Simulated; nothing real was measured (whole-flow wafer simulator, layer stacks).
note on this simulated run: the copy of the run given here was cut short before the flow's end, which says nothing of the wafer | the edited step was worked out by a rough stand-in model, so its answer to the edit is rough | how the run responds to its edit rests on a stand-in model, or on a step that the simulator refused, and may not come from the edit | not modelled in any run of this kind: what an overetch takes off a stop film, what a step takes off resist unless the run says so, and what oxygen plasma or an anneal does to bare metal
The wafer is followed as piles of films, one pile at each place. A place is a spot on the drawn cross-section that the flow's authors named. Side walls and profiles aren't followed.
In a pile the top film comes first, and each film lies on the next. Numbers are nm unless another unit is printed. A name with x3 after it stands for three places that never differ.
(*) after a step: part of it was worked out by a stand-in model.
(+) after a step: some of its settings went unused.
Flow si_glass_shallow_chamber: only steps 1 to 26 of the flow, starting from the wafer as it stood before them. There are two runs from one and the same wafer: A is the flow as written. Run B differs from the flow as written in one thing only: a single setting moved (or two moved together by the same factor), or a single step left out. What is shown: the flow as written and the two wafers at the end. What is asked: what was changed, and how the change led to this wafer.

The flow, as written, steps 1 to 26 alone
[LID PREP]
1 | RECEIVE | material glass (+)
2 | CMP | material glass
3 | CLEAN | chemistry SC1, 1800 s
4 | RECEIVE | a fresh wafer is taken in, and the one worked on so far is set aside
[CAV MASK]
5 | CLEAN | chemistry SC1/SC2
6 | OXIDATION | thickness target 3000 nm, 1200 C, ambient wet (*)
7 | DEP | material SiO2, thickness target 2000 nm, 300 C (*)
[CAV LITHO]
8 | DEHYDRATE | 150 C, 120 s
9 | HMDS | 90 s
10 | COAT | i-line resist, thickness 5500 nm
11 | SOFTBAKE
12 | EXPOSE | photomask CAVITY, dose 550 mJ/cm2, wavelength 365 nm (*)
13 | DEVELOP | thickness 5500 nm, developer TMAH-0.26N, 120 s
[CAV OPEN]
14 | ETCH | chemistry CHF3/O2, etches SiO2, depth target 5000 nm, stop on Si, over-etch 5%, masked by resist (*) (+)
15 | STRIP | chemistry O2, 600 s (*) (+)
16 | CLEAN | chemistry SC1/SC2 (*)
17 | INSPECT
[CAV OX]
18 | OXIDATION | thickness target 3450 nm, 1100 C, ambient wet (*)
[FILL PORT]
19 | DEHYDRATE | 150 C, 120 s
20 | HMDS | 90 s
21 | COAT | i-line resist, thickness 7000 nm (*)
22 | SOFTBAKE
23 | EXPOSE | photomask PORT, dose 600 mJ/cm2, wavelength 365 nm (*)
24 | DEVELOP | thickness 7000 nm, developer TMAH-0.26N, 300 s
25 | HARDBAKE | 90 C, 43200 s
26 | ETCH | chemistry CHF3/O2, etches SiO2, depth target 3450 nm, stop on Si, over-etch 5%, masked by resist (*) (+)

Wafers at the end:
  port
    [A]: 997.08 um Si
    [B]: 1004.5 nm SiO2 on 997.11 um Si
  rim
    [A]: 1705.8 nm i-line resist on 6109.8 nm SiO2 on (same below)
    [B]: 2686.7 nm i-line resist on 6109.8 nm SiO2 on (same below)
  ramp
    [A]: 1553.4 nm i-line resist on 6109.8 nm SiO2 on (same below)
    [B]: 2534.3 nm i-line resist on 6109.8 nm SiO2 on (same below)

Cause: step 26, ETCH: depth target 2329 nm was run, though the flow has depth target 3450 nm.

Step by step, how the change led to this:
  26 | ETCH | chemistry CHF3/O2, etches SiO2, depth target 3450 nm, stop on Si, over-etch 5%, masked by resist (*) (+)
      port: A SiO2 loses 3450 (all of it), Si loses 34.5 | B SiO2 loses 2445.4
      rim, ramp, cav, ring: A i-line resist loses 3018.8 | B i-line resist loses 2037.9
      (and at 1 other place as well)
